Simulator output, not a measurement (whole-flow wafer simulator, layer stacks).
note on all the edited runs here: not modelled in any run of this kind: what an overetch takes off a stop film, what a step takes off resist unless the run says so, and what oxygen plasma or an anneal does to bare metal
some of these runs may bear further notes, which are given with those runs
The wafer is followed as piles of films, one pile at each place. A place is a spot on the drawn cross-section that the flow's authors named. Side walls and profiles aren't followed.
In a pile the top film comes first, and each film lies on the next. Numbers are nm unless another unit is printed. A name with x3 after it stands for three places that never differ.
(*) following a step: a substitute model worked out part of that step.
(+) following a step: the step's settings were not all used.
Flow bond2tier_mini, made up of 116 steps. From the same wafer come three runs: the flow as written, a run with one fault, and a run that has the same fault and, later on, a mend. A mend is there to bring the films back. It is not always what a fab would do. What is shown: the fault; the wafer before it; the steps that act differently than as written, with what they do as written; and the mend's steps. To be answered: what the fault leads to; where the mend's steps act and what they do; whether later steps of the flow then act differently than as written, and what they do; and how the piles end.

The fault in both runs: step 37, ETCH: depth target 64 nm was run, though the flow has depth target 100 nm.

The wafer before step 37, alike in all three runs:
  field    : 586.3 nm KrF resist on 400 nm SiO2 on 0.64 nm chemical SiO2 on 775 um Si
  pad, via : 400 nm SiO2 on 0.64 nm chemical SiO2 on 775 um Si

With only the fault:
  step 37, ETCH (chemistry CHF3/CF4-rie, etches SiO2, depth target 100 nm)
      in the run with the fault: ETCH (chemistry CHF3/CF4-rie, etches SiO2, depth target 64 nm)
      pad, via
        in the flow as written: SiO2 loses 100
        in the run with the fault: SiO2 loses 64
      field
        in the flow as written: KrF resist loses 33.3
        in the run with the fault: KrF resist loses 21.3
  Steps further on in the flow that do not act as written (not shown: 1 more step that differs only slightly, by at most 2% or 0.5 nm, whichever is larger):
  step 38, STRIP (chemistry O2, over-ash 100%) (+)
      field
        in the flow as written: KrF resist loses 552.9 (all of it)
        in the run with the fault: KrF resist loses 564.9 (all of it)
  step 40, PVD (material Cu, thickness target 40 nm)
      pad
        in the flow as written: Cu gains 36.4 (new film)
        in the run with the fault: Cu gains 37.7 (new film)
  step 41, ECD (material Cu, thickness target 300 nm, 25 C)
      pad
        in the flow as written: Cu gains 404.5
        in the run with the fault: Cu gains 366.9
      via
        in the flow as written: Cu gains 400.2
        in the run with the fault: Cu gains 364
  The piles end different from the flow's at pad by more than 2% or 0.5 nm, whichever is larger.
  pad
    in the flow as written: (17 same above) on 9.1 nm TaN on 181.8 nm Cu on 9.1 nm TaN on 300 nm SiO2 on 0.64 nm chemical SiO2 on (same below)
    in the run with the fault: (17 same above) on 9.1 nm TaN on 145.5 nm Cu on 9.42 nm TaN on 336 nm SiO2 on 0.64 nm chemical SiO2 on (same below)

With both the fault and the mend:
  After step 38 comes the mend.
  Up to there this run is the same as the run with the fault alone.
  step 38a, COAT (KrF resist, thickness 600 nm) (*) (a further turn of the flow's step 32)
      field
        KrF resist gains 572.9 (new film)
      pad
        KrF resist gains 628.3 (new film)
      via
        KrF resist gains 624.8 (new film)
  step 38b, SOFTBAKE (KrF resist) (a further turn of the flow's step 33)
      alters no film at any place that is followed
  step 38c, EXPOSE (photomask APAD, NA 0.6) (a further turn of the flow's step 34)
      alters no film at any place that is followed
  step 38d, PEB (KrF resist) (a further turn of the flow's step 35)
      alters no film at any place that is followed
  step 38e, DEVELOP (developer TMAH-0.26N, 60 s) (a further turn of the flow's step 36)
      field
        KrF resist loses 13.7
      pad
        KrF resist loses 628.3 (all of it)
      via
        KrF resist loses 624.8 (all of it)
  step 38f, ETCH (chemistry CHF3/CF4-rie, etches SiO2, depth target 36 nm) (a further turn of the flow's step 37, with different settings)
      pad, via
        SiO2 loses 36
      field
        KrF resist loses 12
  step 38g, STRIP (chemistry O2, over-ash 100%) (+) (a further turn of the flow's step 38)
      field
        KrF resist loses 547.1 (all of it)
  None of the later steps of the flow acts differently than as written at any place that is followed.
  The piles end the same as the flow's at every place that both follow.
